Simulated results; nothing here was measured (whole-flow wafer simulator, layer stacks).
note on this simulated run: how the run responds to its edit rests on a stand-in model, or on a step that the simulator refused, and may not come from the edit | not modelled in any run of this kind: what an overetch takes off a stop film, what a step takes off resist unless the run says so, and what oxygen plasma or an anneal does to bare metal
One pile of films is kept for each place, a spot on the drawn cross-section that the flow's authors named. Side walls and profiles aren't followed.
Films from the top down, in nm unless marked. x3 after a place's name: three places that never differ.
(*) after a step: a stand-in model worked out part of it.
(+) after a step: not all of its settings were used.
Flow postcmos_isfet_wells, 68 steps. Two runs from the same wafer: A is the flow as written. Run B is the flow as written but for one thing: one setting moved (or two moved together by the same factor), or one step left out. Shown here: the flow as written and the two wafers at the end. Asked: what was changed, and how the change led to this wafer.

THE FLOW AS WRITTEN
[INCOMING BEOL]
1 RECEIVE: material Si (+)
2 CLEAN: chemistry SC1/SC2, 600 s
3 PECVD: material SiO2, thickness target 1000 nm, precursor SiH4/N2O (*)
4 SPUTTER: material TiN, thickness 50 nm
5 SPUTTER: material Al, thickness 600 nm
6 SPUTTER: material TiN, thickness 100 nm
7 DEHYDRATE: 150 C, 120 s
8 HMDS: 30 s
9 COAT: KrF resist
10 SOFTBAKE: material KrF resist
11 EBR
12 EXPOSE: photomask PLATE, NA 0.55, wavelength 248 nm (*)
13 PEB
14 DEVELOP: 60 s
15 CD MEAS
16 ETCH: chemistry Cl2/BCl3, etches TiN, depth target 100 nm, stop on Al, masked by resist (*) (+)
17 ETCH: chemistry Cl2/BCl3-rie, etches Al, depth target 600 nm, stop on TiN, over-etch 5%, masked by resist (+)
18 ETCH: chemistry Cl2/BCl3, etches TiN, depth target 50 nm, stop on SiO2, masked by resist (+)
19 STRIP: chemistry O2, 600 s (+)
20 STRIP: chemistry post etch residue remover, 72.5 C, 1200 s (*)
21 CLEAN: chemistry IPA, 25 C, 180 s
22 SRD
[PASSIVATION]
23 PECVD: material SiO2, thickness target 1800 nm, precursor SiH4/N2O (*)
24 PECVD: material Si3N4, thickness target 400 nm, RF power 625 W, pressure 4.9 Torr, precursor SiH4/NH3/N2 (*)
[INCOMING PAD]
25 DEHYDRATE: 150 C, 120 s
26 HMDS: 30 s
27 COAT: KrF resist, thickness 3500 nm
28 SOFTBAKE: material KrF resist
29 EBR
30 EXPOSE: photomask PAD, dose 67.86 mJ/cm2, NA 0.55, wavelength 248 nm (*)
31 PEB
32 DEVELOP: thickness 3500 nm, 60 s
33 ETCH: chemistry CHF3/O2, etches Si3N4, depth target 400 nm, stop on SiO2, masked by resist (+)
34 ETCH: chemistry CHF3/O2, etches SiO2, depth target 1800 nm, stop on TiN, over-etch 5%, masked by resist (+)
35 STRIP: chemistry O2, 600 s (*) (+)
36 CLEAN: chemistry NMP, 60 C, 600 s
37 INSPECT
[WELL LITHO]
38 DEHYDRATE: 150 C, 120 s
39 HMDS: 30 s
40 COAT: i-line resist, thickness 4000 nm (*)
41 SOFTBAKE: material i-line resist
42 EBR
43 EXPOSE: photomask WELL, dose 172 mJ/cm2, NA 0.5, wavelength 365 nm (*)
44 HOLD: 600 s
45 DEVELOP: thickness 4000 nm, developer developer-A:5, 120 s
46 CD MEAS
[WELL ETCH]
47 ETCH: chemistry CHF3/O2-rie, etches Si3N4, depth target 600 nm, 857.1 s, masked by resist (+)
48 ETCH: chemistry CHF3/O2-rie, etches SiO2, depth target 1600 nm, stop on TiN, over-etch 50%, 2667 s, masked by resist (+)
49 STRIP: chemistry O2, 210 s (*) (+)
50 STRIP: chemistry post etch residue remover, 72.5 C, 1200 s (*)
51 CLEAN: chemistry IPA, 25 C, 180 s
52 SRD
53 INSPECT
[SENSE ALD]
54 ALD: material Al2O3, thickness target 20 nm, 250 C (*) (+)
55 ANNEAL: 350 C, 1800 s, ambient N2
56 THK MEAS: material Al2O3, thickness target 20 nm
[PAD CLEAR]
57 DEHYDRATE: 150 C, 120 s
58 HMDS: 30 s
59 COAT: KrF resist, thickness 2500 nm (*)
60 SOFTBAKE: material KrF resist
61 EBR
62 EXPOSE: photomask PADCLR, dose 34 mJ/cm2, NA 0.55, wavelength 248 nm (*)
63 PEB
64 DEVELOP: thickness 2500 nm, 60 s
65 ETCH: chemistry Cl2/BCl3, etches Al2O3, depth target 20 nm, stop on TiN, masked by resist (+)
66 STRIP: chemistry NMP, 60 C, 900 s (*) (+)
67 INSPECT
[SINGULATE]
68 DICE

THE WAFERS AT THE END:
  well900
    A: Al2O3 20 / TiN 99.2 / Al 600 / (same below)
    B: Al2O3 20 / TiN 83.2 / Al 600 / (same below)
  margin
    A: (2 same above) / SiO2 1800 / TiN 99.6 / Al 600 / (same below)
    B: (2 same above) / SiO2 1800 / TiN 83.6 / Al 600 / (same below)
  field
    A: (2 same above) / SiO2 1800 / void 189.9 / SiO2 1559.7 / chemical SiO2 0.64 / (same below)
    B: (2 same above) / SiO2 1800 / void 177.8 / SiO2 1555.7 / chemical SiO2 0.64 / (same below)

The cause: step 6, SPUTTER: thickness 84 nm was run, where the flow has thickness 100 nm.

How the change led to this, step by step:
  6 SPUTTER: material TiN, thickness 100 nm
      field, margin, well900, well1300 x3, pad_rim, pad_clr, pad_open: A TiN +100 (new film) | B TiN +84 (new film)
  16 ETCH: chemistry Cl2/BCl3, etches TiN, depth target 100 nm, stop on Al, masked by resist (*) (+)
      field: A TiN -100 (all of it) | B TiN -84 (all of it)
  23 PECVD: material SiO2, thickness target 1800 nm, precursor SiH4/N2O (*)
      field: A SiO2 +1800 (new film), void +189.9 (new film), SiO2 +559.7 | B SiO2 +1800 (new film), void +177.8 (new film), SiO2 +555.7
